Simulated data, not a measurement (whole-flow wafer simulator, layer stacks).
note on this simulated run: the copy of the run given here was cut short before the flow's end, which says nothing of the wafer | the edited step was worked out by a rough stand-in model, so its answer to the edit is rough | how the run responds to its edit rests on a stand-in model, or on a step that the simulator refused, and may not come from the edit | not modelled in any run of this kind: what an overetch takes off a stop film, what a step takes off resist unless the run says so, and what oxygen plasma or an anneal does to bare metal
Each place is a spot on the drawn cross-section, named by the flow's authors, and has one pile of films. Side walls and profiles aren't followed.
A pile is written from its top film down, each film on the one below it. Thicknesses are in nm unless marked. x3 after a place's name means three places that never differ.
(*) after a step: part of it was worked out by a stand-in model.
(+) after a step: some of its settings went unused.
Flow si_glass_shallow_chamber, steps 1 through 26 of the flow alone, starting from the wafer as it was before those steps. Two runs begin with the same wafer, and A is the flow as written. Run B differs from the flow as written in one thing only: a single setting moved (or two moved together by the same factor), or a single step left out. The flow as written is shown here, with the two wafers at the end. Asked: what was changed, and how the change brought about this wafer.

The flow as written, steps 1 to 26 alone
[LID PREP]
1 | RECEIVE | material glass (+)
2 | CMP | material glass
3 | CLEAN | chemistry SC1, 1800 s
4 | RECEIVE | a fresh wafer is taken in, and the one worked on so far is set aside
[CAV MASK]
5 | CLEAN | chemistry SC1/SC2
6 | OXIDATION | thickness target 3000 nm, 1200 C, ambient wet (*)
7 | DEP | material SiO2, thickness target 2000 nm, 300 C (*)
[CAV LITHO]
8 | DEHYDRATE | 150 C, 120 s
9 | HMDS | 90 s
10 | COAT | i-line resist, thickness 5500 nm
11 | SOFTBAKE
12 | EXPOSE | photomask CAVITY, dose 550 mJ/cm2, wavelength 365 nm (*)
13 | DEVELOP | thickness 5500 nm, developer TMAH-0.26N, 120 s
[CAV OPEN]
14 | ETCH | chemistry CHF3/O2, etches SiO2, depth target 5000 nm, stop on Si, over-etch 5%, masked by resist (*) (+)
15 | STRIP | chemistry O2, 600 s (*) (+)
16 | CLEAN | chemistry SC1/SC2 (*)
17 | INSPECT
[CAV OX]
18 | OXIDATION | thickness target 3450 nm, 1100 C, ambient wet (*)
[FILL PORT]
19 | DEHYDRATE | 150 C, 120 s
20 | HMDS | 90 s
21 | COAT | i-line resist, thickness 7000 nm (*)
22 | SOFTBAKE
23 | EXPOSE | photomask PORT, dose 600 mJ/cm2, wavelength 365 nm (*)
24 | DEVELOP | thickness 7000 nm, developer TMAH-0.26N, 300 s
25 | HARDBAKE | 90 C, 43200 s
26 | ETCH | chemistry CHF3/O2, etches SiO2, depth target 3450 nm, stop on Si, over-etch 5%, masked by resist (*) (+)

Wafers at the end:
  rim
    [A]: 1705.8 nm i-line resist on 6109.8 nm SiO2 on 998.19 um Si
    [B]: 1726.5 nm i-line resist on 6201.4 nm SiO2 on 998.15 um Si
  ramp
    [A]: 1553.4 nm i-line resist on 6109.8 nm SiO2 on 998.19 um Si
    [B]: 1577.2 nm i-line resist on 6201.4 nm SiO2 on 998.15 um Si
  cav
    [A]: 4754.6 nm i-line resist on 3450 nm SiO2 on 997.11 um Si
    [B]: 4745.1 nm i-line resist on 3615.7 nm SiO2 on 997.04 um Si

Cause: step 18, OXIDATION: 1118 C was run, though the flow has 1100 C.

Step by step, how the change led to this:
  18 | OXIDATION | thickness target 3450 nm, 1100 C, ambient wet (*)
      rim, ramp, septum, ring: A +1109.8 SiO2, -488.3 Si | B +1201.4 SiO2, -528.6 Si
      cav, port: A +3450 SiO2 (new film), -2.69 chemical SiO2 (all of it), -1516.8 Si | B +3615.7 SiO2 (new film), -2.69 chemical SiO2 (all of it), -1589.7 Si
  26 | ETCH | chemistry CHF3/O2, etches SiO2, depth target 3450 nm, stop on Si, over-etch 5%, masked by resist (*) (+)
      port: A -3450 SiO2 (all of it), -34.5 Si | B -3615.7 SiO2 (all of it), -1.35 Si
